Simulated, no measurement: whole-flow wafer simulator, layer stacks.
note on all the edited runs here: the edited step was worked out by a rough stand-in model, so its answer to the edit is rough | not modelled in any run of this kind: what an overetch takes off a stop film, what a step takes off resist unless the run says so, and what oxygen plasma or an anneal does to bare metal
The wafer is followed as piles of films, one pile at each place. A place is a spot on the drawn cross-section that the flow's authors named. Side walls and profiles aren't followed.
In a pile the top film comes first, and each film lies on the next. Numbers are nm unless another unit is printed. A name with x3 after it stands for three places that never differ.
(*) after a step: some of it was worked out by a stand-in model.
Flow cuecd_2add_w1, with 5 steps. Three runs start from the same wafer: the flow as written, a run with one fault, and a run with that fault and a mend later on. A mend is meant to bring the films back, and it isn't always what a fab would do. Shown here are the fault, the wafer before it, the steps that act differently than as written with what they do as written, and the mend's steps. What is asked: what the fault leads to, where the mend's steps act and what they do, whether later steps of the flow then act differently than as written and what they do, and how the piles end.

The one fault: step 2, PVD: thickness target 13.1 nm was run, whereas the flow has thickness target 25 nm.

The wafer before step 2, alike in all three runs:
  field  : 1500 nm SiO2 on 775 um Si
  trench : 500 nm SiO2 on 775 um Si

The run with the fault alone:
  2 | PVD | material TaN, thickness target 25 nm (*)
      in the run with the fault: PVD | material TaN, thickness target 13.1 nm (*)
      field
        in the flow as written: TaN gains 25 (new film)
        in the run with the fault: TaN gains 13.1 (new film)
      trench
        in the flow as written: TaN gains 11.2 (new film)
        in the run with the fault: TaN gains 5.89 (new film)
  None of the later steps of the flow differs from how it acts as written, at any place that is followed, by more than 2% or 0.5 nm, whichever is larger.
  By the end, the piles at field, trench depart from the flow's by more than 2% or 0.5 nm, whichever is larger.
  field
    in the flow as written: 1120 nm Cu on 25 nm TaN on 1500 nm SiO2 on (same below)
    in the run with the fault: 1120 nm Cu on 13.1 nm TaN on 1500 nm SiO2 on (same below)
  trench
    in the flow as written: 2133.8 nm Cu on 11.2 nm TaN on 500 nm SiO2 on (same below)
    in the run with the fault: 2127.2 nm Cu on 5.89 nm TaN on 500 nm SiO2 on (same below)

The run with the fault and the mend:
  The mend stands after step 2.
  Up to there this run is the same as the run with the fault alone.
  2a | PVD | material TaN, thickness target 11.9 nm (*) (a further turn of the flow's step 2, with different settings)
      field
        TaN gains 11.9
      trench
        TaN gains 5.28
  None of the later steps of the flow acts differently than as written at any place that is followed.
  By the end, the piles equal the flow's at every place that both follow.
